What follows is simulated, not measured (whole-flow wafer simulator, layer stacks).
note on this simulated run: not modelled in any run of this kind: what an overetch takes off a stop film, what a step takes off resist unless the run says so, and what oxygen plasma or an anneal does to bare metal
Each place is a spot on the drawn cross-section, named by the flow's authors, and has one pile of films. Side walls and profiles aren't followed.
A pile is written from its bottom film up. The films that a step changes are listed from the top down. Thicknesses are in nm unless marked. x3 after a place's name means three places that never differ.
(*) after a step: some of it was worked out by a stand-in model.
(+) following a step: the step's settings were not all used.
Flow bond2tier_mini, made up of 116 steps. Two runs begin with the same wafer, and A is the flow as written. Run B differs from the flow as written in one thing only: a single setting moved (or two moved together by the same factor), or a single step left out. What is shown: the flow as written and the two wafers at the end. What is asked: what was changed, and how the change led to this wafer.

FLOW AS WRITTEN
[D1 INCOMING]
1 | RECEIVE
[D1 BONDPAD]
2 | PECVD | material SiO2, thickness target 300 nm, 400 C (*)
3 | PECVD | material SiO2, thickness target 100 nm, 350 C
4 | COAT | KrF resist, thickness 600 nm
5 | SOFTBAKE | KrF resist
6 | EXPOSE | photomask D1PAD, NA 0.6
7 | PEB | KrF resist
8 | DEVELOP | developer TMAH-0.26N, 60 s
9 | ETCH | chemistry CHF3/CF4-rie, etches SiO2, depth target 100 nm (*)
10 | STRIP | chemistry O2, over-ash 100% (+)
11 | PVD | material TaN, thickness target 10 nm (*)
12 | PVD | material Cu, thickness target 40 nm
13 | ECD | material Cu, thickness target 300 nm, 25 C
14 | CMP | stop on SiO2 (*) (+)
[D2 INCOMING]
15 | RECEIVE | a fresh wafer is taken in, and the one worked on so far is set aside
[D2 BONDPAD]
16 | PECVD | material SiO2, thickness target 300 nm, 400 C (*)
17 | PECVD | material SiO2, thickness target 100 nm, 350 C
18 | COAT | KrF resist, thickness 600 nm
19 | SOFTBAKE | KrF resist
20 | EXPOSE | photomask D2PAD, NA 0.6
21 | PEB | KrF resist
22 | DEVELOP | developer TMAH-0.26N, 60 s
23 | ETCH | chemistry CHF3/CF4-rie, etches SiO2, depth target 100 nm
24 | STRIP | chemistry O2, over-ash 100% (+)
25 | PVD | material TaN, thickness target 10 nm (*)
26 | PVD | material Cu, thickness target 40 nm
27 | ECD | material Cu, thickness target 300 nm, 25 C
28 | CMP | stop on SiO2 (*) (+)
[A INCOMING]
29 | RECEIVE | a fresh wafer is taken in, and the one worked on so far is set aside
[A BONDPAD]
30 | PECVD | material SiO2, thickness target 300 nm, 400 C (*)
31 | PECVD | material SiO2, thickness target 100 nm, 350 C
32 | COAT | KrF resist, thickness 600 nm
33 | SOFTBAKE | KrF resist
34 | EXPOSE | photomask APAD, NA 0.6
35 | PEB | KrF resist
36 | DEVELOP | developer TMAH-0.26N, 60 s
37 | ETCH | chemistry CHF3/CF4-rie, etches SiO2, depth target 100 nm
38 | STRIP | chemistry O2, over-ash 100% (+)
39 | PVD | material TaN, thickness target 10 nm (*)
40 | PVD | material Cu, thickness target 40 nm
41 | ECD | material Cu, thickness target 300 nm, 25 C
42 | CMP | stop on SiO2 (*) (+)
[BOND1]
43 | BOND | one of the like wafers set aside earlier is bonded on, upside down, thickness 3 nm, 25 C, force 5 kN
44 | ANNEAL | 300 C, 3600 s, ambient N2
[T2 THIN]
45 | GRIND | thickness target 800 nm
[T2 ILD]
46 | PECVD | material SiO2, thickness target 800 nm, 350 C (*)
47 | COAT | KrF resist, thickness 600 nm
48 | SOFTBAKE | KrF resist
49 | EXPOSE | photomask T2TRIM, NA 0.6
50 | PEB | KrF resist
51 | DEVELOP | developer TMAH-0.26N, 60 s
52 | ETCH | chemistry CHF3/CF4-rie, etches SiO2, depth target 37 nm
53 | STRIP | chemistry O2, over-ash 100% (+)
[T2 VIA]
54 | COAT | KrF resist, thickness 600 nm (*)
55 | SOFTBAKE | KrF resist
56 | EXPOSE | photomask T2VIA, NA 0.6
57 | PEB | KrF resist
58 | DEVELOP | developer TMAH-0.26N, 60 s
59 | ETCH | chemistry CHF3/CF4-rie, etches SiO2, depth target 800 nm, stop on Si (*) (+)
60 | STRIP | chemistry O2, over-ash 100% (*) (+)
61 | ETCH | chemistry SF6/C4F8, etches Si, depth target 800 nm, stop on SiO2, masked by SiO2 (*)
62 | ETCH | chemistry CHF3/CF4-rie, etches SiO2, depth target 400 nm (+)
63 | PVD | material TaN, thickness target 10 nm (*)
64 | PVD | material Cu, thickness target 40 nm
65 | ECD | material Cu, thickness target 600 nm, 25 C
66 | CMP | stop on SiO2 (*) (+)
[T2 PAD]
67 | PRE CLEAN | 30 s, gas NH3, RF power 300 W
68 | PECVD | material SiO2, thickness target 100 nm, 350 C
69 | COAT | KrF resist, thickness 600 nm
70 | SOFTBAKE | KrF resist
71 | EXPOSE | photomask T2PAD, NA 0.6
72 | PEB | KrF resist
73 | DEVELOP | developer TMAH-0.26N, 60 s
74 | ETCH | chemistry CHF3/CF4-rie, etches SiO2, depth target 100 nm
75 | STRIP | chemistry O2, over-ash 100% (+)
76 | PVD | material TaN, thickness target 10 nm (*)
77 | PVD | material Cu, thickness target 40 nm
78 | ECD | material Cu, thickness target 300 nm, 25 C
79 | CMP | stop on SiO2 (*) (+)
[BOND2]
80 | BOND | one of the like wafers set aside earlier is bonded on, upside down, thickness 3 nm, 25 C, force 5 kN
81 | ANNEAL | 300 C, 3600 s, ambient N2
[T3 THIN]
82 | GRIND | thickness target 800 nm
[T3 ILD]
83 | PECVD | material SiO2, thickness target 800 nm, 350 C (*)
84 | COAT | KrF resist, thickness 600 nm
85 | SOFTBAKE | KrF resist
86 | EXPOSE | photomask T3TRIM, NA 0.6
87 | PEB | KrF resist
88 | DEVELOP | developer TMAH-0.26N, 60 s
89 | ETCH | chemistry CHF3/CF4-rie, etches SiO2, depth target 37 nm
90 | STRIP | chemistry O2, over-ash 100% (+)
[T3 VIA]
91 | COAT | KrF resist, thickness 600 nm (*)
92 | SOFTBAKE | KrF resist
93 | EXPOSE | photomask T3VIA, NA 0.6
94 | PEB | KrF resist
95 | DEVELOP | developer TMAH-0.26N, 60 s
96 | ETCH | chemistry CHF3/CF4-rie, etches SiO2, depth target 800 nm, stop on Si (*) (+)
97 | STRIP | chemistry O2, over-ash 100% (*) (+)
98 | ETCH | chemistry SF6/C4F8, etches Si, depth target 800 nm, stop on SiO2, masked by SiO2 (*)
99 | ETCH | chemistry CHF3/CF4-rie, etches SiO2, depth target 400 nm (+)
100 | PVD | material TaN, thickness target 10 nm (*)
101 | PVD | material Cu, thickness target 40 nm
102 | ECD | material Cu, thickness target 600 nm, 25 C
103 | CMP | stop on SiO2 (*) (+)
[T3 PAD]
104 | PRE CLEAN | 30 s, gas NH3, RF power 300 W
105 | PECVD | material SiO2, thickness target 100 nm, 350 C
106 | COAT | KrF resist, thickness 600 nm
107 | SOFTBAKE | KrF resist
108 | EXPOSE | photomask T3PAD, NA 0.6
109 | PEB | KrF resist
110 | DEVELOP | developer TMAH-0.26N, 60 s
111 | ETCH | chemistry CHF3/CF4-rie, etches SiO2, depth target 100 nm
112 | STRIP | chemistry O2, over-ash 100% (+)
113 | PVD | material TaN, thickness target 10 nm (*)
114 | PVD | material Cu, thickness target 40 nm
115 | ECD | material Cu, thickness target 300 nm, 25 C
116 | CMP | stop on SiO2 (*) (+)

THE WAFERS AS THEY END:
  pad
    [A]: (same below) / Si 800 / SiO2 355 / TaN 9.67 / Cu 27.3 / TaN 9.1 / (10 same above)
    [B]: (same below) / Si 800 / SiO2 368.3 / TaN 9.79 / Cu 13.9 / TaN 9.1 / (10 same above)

What caused this: step 52, ETCH: depth target 23.7 nm was run, though the flow has depth target 37 nm.

How this came from the change, step by step:
  52 | ETCH | chemistry CHF3/CF4-rie, etches SiO2, depth target 37 nm
      pad, via: A -37 SiO2 | B -23.7 SiO2
      field: A -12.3 KrF resist | B -7.9 KrF resist
  65 | ECD | material Cu, thickness target 600 nm, 25 C
      pad: A +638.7 Cu | B +624.8 Cu
